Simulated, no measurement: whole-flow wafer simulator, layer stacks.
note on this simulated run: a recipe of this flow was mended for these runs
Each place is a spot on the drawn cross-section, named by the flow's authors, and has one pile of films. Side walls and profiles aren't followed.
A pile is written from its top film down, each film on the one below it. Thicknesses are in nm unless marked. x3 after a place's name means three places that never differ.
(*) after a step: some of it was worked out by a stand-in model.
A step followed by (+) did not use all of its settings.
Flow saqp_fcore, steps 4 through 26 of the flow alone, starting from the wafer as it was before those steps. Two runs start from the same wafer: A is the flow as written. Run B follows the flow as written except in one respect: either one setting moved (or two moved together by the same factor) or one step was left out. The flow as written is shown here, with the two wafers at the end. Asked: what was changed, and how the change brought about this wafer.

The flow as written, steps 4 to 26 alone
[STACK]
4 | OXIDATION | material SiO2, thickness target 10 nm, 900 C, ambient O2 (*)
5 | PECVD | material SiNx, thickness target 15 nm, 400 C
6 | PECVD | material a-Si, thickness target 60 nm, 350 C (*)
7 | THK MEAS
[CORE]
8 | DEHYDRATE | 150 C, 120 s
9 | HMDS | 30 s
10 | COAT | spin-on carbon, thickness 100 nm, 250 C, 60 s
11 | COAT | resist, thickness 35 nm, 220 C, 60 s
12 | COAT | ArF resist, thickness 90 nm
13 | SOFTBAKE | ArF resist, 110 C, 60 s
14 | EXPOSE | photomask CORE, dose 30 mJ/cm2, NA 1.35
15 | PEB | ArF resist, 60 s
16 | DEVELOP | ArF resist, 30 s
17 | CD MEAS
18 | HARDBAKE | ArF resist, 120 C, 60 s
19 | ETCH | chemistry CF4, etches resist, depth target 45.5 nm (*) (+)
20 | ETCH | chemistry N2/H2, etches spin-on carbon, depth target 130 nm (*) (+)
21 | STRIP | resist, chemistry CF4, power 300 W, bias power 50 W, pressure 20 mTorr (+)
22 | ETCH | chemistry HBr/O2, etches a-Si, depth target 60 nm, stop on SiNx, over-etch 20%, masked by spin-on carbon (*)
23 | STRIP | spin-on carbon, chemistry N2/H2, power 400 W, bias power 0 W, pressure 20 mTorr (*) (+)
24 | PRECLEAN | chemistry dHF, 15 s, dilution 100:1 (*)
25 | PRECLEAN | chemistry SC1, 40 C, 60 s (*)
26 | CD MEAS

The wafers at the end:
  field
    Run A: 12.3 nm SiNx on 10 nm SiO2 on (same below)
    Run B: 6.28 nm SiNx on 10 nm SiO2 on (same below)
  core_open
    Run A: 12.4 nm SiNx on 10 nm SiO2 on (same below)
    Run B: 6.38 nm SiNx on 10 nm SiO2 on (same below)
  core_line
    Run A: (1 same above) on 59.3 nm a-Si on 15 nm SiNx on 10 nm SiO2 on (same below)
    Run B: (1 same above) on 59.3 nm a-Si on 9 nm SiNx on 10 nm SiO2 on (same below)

The reason: step 5, PECVD: thickness target 9 nm was run, though the flow has thickness target 15 nm.
One can read it off the wafer: core_line has SiNx 9, and step 5 as written asks for 15 nm.

How this came from the change, step by step:
  5 | PECVD | material SiNx, thickness target 15 nm, 400 C
      field, core_open, core_line: A +15 SiNx (new film) | B +9 SiNx (new film)
